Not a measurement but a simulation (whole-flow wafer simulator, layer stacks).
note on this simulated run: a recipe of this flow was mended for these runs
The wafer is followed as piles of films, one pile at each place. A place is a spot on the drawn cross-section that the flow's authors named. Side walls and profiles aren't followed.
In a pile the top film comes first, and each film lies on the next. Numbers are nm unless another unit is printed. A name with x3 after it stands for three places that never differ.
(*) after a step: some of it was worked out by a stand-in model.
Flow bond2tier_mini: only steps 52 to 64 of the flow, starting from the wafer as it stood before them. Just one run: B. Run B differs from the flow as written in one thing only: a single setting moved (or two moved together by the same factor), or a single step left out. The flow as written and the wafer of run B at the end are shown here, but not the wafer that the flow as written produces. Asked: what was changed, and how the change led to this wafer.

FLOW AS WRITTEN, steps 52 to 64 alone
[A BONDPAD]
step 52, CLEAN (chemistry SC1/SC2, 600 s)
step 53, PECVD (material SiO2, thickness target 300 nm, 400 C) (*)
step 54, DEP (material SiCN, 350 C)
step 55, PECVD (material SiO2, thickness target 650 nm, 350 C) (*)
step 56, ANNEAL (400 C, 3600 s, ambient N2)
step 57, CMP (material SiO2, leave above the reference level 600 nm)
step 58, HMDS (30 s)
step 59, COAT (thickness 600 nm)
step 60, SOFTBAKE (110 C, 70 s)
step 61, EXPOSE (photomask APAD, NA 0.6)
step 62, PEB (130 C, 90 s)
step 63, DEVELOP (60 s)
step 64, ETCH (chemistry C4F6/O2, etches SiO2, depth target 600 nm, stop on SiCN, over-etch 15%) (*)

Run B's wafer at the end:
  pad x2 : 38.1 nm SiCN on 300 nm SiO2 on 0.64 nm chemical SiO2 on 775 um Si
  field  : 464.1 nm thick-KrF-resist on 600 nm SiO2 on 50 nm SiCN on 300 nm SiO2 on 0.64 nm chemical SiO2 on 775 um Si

Cause: step 64, ETCH: over-etch 11.8% was run, while the flow as written has over-etch 15%.

The path from the change to this, step by step:
  step 64, ETCH (chemistry C4F6/O2, etches SiO2, depth target 600 nm, stop on SiCN, over-etch 15%) (*)
      pad x2: SiO2 loses 600 (all of it), SiCN loses 11.9 (as written it would have been: SiO2 loses 600 (all of it), SiCN loses 15.2)
      field: thick-KrF-resist loses 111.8 (as written it would have been: thick-KrF-resist loses 115)
